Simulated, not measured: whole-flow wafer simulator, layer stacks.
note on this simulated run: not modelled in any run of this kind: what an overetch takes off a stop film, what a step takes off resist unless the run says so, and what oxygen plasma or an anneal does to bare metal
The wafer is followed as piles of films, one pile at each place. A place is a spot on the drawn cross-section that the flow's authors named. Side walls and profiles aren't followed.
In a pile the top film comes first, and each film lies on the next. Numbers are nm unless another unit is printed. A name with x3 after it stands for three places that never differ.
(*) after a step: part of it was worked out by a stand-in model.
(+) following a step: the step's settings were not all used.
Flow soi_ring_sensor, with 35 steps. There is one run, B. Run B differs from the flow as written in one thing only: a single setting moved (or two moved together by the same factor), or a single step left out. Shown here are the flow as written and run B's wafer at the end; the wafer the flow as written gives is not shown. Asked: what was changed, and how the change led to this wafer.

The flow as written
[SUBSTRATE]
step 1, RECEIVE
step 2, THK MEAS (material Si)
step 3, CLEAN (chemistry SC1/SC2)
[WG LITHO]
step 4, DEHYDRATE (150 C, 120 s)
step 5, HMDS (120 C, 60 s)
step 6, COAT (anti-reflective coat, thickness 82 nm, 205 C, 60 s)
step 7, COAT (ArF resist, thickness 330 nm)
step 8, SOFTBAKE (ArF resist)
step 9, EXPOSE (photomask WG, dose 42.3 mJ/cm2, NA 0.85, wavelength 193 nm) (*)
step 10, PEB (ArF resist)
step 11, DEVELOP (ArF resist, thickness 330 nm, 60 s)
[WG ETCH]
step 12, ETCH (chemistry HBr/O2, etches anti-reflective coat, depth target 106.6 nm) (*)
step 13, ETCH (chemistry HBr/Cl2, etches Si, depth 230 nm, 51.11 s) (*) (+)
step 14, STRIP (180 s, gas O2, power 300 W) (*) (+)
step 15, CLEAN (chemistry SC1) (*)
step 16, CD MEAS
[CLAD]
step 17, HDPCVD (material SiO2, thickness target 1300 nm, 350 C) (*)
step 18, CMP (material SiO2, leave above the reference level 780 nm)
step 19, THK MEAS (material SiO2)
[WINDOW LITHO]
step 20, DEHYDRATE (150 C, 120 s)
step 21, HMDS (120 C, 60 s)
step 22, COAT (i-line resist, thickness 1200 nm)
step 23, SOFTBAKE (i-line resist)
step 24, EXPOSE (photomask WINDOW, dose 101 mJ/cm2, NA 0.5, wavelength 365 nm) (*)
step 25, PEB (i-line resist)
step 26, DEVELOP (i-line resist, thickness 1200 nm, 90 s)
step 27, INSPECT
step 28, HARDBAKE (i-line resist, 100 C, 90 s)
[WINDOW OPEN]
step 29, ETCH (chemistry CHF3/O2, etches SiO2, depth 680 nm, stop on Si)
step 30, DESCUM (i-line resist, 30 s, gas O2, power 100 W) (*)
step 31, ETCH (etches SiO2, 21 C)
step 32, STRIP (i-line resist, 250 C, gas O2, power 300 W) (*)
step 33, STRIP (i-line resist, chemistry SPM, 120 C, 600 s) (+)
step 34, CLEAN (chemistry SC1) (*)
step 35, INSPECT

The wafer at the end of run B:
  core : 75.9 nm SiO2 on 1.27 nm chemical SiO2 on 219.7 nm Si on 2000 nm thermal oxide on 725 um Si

What caused this: step 29, ETCH: depth 242.1 nm was run, while the flow as written has depth 680 nm.

The path from the change to this, step by step:
  step 29, ETCH (chemistry CHF3/O2, etches SiO2, depth 680 nm, stop on Si)
      core, gap x2: -242.1 SiO2 (in the flow as written it would be: -680 SiO2)
      field, core_clad, gap_clad: -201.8 i-line resist (in the flow as written it would be: -566.7 i-line resist)
  step 31, ETCH (etches SiO2, 21 C)
      core: -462 SiO2 (in the flow as written it would be: -100 SiO2 (all of it), -1.27 chemical SiO2 (all of it))
  step 32, STRIP (i-line resist, 250 C, gas O2, power 300 W) (*)
      core: nothing (in the flow as written it would be: +1.23 chemical SiO2 (new film), -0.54 Si)
      field, core_clad: -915 i-line resist (all of it) (in the flow as written it would be: -550.1 i-line resist (all of it))
